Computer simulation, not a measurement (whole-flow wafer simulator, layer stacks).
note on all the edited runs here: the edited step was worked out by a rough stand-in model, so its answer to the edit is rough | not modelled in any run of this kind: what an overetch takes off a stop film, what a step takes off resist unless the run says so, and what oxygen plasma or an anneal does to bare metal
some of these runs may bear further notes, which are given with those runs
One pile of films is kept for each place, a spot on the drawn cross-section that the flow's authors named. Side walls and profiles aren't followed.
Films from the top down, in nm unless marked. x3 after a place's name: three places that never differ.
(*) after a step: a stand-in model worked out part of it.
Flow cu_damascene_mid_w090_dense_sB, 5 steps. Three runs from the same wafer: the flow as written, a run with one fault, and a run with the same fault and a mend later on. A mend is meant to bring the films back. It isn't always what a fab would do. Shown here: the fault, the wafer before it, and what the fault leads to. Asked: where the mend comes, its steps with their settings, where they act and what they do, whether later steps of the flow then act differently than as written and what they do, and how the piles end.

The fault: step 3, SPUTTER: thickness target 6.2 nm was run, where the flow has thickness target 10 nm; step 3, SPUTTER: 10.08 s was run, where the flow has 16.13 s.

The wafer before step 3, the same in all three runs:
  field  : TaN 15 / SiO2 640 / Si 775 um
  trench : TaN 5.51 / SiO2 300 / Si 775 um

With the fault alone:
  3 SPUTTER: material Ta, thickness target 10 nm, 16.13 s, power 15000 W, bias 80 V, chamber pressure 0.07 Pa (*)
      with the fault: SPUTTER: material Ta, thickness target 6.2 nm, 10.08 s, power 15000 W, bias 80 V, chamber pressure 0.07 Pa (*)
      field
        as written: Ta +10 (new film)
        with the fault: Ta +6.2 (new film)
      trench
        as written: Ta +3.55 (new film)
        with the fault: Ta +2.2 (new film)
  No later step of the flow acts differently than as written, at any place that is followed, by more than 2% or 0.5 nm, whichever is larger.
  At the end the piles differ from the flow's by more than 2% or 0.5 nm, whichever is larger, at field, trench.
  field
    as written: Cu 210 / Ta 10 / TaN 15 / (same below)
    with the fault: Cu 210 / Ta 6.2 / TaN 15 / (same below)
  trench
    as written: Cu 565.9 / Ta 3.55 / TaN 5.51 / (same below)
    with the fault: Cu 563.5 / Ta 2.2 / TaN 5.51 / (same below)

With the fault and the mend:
  The mend comes after step 3.
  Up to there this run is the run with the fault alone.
  3a SPUTTER: material Ta, thickness target 3.8 nm, 6.129 s, power 15000 W, bias 80 V, chamber pressure 0.07 Pa (*) (the flow's step 3 once more, with other settings)
      field
        Ta +3.8
      trench
        Ta +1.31
  No later step of the flow acts differently than as written at any place that is followed.
  At the end the piles differ from the flow's only slightly at the places that both follow, by at most 2% or 0.5 nm, whichever is larger.
